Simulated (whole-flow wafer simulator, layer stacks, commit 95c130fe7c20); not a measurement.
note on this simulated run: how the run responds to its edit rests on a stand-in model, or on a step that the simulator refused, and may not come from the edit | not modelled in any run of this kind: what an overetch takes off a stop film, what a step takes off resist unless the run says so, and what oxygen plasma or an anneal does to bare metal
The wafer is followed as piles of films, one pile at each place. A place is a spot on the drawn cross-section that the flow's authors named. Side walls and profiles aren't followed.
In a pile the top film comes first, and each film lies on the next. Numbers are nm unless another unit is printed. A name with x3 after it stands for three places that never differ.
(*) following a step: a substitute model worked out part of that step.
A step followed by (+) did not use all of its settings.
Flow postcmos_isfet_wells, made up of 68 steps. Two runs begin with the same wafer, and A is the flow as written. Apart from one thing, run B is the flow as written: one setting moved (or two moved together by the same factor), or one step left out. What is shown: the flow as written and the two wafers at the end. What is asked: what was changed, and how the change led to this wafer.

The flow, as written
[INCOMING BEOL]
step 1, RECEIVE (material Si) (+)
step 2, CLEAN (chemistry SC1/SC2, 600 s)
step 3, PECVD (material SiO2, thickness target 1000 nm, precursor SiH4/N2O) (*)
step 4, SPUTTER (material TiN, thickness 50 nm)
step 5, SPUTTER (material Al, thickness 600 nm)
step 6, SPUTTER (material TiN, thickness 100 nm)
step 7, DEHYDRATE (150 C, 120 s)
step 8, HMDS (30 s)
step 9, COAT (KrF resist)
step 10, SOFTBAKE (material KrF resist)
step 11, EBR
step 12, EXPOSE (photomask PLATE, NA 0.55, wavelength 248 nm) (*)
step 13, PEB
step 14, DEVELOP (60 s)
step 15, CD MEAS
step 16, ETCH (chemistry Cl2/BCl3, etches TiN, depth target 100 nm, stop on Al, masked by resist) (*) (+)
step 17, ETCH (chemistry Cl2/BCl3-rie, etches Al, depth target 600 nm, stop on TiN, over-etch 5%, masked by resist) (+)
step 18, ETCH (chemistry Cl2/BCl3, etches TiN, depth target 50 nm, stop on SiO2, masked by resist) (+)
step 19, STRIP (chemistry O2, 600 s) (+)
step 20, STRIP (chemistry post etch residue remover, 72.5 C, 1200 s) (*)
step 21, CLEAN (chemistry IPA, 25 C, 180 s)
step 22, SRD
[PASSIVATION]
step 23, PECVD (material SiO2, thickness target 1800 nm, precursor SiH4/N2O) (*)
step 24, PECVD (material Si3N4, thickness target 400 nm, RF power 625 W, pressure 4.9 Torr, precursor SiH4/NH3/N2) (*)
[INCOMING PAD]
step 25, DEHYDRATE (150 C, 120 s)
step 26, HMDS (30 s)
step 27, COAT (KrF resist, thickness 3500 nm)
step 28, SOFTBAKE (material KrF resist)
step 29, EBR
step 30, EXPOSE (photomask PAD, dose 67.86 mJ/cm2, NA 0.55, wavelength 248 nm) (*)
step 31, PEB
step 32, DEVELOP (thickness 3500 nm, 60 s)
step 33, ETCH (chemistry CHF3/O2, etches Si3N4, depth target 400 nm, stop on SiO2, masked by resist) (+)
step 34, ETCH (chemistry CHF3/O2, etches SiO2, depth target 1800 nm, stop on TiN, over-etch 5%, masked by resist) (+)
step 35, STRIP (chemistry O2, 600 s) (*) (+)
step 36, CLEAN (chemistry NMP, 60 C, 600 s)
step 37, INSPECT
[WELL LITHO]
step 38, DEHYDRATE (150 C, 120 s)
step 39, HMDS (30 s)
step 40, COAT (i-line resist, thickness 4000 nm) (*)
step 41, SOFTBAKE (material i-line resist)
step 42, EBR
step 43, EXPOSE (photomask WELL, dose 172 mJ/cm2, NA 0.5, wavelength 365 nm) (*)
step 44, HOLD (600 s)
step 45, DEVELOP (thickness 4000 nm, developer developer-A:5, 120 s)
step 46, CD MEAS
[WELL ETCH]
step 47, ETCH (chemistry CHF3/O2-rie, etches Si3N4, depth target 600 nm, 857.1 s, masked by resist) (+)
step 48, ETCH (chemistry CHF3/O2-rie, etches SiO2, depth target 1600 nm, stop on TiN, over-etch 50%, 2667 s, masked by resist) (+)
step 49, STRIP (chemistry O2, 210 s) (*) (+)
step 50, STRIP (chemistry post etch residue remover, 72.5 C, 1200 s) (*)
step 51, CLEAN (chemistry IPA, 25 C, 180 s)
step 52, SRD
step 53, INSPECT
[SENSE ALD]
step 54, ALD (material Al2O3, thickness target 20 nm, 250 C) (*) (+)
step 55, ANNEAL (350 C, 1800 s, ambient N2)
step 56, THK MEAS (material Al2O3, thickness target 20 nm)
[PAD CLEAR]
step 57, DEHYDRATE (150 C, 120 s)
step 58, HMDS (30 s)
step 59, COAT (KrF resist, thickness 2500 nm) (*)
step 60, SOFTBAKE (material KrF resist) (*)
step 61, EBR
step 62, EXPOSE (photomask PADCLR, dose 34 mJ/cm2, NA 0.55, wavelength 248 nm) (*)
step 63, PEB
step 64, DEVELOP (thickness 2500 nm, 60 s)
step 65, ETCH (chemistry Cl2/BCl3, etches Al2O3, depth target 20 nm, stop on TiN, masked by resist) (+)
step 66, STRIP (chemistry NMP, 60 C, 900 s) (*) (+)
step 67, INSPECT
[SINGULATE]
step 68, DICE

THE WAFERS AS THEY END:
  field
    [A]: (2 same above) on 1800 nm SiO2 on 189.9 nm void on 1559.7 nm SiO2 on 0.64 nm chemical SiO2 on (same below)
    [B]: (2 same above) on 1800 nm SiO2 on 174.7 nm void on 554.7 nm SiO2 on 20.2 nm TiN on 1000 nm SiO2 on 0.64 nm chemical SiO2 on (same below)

The reason: step 17, ETCH: depth target 551 nm was run, though the flow has depth target 600 nm.

The path from the change to this, step by step:
  step 17, ETCH (chemistry Cl2/BCl3-rie, etches Al, depth target 600 nm, stop on TiN, over-etch 5%, masked by resist) (+)
      field: A Al loses 600 (all of it) | B Al loses 551
      margin, well900, well1300, well2000, well3000, pad_rim, pad_clr, pad_open: A KrF resist loses 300 | B KrF resist loses 275.5
  step 18, ETCH (chemistry Cl2/BCl3, etches TiN, depth target 50 nm, stop on SiO2, masked by resist) (+)
      field: A TiN loses 50 (all of it) | B Al loses 49 (all of it), TiN loses 29.4
  step 19, STRIP (chemistry O2, 600 s) (+)
      margin, well900, well1300, well2000, well3000, pad_rim, pad_clr, pad_open: A KrF resist loses 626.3 (all of it) | B KrF resist loses 650.8 (all of it)
  step 23, PECVD (material SiO2, thickness target 1800 nm, precursor SiH4/N2O) (*)
      field: A SiO2 gains 1800 (new film), void gains 189.9 (new film), SiO2 gains 559.7 | B SiO2 gains 1800 (new film), void gains 174.7 (new film), SiO2 gains 554.7 (new film)
If metal films that touch count as one body, field has 1 body; the flow as written gives 0 bodies.
